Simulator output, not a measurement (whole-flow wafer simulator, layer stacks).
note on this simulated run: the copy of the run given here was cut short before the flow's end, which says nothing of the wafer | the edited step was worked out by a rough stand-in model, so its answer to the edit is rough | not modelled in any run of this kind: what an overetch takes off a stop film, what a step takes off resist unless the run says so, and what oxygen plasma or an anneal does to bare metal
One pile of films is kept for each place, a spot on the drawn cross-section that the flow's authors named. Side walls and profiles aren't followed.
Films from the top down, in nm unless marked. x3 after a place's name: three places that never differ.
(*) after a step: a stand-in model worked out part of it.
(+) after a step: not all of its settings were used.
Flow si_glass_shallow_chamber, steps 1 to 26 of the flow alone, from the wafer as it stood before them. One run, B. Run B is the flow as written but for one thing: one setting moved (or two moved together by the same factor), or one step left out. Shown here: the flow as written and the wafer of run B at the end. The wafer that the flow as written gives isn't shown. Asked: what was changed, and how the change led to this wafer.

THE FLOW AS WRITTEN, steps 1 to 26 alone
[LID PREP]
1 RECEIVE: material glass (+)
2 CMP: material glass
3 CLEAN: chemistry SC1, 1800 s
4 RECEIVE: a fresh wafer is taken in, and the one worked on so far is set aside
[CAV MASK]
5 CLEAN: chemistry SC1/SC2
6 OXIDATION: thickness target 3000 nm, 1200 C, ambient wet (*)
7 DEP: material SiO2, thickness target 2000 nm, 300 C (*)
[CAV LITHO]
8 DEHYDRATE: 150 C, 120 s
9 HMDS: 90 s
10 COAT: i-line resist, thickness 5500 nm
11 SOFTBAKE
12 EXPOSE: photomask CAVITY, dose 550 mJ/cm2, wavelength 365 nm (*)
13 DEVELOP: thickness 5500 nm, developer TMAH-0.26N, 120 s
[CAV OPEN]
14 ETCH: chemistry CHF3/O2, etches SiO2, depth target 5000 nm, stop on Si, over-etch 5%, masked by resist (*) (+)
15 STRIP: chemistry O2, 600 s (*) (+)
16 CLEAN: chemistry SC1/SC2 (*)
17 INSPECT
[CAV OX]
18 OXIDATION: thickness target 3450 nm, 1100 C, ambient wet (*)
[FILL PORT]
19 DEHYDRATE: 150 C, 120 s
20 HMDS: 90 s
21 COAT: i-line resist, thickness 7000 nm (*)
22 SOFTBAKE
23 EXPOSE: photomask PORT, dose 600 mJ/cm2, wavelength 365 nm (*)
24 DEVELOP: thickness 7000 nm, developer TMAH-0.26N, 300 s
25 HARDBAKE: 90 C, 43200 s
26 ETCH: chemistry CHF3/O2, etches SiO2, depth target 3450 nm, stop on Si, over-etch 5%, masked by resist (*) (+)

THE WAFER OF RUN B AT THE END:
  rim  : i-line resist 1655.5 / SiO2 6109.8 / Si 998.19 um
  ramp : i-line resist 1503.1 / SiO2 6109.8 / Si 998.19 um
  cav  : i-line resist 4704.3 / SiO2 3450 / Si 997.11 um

The cause: step 26, ETCH: over-etch 6.75% was run, where the flow has over-etch 5%.

How the change led to this, step by step:
  26 ETCH: chemistry CHF3/O2, etches SiO2, depth target 3450 nm, stop on Si, over-etch 5%, masked by resist (*) (+)
      port: SiO2 -3450 (all of it), Si -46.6 (as written it would be: SiO2 -3450 (all of it), Si -34.5)
